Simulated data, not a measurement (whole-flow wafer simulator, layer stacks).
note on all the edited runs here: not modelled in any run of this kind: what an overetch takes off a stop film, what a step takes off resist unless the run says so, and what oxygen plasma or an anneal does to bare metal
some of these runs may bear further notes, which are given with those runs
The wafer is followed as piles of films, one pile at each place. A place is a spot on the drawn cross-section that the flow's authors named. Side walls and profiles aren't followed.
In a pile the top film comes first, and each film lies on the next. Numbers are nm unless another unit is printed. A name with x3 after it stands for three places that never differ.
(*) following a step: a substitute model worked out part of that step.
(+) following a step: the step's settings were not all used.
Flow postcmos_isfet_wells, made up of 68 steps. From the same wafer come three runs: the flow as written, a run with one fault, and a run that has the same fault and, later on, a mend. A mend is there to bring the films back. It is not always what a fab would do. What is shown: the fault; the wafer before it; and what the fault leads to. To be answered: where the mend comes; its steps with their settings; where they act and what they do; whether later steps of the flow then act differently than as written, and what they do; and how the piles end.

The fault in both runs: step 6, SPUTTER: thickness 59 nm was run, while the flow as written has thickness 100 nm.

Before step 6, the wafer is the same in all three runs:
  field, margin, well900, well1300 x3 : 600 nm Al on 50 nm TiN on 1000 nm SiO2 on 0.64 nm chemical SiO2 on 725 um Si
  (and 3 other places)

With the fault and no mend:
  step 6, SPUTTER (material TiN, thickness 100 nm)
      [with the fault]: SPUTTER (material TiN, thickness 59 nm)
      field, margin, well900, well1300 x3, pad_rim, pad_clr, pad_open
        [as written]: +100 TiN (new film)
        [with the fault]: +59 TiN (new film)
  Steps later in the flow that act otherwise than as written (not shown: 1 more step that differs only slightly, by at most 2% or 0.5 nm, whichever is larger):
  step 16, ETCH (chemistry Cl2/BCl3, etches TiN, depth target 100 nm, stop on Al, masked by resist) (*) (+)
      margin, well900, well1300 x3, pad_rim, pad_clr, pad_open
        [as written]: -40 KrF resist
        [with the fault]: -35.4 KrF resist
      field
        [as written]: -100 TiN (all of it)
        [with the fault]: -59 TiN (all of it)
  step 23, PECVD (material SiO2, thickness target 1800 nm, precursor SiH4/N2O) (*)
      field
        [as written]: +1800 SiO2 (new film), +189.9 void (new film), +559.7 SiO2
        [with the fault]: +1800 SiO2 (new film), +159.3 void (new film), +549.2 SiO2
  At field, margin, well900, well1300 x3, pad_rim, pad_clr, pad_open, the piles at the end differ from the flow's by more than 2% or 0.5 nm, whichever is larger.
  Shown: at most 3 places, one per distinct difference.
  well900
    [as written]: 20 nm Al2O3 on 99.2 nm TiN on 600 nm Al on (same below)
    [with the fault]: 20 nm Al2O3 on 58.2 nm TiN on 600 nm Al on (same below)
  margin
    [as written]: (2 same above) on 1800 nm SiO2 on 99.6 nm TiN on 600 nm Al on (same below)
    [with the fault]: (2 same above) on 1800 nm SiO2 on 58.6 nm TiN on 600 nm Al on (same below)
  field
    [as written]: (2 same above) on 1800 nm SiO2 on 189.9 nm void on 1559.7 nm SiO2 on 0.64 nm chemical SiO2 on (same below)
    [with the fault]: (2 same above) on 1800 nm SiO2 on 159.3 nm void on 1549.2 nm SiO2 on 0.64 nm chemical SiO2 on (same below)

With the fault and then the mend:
  The mend stands after step 15.
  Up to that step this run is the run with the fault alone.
  step 15a, STRIP (chemistry O2, 600 s) (+)
      margin, well900, well1300 x3, pad_rim, pad_clr, pad_open
        -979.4 KrF resist (all of it)
  step 15b, SPUTTER (material TiN, thickness 41 nm) (a further turn of the flow's step 6, with different settings)
      field, margin, well900, well1300 x3, pad_rim, pad_clr, pad_open
        +41 TiN
  step 15c, HMDS (30 s) (a further turn of the flow's step 8)
      leaves every film unchanged at each place that is followed
  step 15d, COAT (KrF resist) (a further turn of the flow's step 9)
      field, margin, well900, well1300 x3, pad_rim, pad_clr, pad_open
        +1000 KrF resist (new film)
  step 15e, SOFTBAKE (material KrF resist) (a further turn of the flow's step 10)
      leaves every film unchanged at each place that is followed
  step 15f, EBR (a further turn of the flow's step 11)
      leaves every film unchanged at each place that is followed
  step 15g, EXPOSE (photomask PLATE, NA 0.55, wavelength 248 nm) (*) (a further turn of the flow's step 12)
      leaves every film unchanged at each place that is followed
  step 15h, PEB (a further turn of the flow's step 13)
      field, margin, well900, well1300 x3, pad_rim, pad_clr, pad_open
        -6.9 KrF resist
  step 15i, DEVELOP (60 s) (a further turn of the flow's step 14)
      margin, well900, well1300 x3, pad_rim, pad_clr, pad_open
        -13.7 KrF resist
      field
        -993.1 KrF resist (all of it)
  None of the later steps of the flow acts differently than as written at any place that is followed.
  At every place that both follow, the piles at the end match the flow's.
